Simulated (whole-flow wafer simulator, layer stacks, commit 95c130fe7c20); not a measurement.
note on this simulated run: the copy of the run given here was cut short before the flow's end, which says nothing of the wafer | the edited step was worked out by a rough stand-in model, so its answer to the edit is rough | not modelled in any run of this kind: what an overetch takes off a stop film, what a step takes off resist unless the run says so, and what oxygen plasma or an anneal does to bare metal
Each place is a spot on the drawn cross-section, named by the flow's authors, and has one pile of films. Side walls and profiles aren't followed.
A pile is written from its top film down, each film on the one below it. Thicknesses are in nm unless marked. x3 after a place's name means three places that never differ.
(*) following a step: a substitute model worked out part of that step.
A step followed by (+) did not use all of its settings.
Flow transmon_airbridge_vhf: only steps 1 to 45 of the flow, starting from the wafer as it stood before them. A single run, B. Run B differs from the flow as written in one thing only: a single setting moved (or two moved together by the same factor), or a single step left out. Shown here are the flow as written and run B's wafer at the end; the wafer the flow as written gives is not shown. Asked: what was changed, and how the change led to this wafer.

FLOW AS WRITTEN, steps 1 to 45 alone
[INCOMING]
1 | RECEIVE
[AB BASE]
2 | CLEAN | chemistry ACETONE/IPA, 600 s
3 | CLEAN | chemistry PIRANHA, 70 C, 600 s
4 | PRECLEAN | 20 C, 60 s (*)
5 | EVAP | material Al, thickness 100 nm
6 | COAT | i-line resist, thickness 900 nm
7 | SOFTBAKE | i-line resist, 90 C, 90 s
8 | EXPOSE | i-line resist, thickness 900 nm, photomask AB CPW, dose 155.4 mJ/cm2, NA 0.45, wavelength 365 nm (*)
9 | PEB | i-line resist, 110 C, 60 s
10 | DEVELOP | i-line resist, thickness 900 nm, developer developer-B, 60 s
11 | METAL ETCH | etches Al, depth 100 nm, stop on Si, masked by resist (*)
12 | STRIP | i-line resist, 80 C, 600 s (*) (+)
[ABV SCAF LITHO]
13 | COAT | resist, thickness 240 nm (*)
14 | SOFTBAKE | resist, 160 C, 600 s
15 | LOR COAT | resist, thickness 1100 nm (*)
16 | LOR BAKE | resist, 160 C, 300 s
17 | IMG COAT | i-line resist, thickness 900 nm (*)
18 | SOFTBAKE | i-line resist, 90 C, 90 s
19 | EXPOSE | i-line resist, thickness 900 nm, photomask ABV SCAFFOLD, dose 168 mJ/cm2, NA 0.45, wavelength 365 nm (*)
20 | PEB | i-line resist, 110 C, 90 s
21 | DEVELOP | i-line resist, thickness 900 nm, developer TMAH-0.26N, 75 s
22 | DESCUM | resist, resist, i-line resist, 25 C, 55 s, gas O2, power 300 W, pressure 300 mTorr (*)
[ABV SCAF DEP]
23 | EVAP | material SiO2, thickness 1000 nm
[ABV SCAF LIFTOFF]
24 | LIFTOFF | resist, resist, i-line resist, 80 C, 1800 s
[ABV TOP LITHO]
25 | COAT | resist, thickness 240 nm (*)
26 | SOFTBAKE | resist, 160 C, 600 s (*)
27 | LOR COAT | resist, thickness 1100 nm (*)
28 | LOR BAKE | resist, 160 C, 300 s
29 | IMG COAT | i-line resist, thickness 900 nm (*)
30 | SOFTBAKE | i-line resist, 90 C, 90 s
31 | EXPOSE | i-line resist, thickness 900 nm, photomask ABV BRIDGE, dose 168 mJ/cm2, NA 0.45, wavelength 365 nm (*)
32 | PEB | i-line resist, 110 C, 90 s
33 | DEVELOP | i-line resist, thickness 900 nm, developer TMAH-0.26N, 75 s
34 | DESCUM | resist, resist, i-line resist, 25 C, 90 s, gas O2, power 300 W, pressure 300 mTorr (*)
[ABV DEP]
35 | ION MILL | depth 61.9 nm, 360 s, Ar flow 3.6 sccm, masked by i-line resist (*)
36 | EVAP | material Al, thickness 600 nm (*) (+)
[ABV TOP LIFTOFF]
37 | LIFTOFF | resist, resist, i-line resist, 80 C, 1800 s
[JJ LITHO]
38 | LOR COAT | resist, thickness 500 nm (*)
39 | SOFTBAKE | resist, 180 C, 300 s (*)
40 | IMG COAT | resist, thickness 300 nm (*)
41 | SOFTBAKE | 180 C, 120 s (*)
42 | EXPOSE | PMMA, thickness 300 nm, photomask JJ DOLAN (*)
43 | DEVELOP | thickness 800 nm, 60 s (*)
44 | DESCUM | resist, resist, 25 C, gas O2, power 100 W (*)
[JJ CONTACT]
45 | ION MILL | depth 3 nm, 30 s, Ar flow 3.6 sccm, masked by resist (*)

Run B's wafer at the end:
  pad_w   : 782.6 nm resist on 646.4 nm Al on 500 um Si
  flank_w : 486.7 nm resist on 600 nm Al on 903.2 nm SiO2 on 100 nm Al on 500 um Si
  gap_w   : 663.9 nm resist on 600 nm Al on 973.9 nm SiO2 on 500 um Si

Cause: step 35, ION MILL: 261 s was run, while the flow as written has 360 s.

How this came from the change, step by step:
  35 | ION MILL | depth 61.9 nm, 360 s, Ar flow 3.6 sccm, masked by i-line resist (*)
      field x3, jj_line, ground_far, trace_open_s x2, margin_s, margin_n: i-line resist loses 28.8 (in the flow as written it would be: i-line resist loses 39.7)
      flank_w, gap_w, cpw_trace, gap_e, flank_e, bridge_strip: SiO2 loses 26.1 (in the flow as written it would be: SiO2 loses 36)
      (also at 2 further places)
  37 | LIFTOFF | resist, resist, i-line resist, 80 C, 1800 s
      margin_s, margin_n: Al loses 600 (all of it), i-line resist loses 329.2 (all of it), resist loses 992 (all of it) (in the flow as written it would be: Al loses 600 (all of it), i-line resist loses 318.3 (all of it), resist loses 992 (all of it))
